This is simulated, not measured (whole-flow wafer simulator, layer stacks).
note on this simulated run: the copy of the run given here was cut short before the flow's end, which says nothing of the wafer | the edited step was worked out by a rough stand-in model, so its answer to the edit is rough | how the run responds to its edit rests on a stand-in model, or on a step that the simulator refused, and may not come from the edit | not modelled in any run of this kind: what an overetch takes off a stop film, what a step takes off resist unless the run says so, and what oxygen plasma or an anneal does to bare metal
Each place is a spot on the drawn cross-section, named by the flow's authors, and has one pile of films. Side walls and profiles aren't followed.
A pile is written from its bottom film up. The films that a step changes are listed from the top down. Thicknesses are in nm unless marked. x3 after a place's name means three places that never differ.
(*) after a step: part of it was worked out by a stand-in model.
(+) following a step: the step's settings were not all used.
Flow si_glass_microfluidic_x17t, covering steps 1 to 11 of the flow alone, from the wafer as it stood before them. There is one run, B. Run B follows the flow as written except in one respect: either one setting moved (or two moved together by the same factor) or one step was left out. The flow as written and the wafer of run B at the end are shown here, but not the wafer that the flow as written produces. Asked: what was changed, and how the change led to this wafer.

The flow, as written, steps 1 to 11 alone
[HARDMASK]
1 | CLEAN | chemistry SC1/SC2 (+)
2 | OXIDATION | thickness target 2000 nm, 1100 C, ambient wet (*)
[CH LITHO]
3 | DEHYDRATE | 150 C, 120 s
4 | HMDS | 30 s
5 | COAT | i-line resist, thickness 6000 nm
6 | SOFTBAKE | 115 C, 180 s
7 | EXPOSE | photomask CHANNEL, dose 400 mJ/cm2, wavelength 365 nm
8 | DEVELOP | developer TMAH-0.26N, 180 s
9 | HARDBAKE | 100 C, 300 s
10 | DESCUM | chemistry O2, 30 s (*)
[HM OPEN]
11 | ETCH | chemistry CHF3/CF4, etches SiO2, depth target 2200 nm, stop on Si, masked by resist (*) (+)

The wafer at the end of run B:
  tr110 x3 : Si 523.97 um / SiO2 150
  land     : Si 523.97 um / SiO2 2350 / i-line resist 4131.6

The reason: step 2, OXIDATION: thickness target 2350 nm was run, though the flow has thickness target 2000 nm.
One can read it off the wafer: land has SiO2 2350, and step 2 as written asks for 2000 nm.

How this came from the change, step by step:
  2 | OXIDATION | thickness target 2000 nm, 1100 C, ambient wet (*)
      land, tr110 x3: SiO2 gains 2350 (new film), chemical SiO2 loses 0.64 (all of it), Si loses 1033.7 (as written it would have been: SiO2 gains 2000 (new film), chemical SiO2 loses 0.64 (all of it), Si loses 879.7)
  11 | ETCH | chemistry CHF3/CF4, etches SiO2, depth target 2200 nm, stop on Si, masked by resist (*) (+)
      tr110 x3: SiO2 loses 2200 (as written it would have been: SiO2 loses 2000 (all of it))
